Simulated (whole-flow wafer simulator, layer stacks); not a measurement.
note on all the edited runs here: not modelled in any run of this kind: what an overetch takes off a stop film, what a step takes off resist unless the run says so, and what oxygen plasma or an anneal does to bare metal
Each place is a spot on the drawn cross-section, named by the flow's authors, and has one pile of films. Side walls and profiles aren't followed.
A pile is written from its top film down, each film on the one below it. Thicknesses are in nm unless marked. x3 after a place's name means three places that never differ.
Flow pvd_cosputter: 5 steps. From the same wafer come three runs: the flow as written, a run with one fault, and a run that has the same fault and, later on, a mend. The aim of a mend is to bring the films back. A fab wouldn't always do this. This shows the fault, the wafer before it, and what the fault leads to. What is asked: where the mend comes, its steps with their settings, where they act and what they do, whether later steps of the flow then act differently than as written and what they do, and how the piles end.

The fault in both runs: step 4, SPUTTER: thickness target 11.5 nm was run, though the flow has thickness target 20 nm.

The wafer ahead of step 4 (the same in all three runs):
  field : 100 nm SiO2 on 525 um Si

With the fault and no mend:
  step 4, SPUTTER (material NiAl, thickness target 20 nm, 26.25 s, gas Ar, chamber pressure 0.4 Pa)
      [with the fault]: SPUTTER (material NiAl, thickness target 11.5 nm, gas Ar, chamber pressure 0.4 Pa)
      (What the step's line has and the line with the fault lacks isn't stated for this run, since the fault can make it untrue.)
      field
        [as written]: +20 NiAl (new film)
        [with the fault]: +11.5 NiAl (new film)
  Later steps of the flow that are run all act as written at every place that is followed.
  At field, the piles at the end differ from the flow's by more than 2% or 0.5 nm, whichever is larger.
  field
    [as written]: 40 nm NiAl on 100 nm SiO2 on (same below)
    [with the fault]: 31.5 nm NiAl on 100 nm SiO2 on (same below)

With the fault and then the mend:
  The mend follows step 4.
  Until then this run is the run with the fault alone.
  step 4a, SPUTTER (material NiAl, thickness target 8.5 nm, gas Ar, chamber pressure 0.4 Pa) (the flow's step 4, run once more with other settings)
      field
        +8.5 NiAl
  Later steps of the flow that are run all act as written at every place that is followed.
  At every place that both follow, the piles at the end match the flow's.
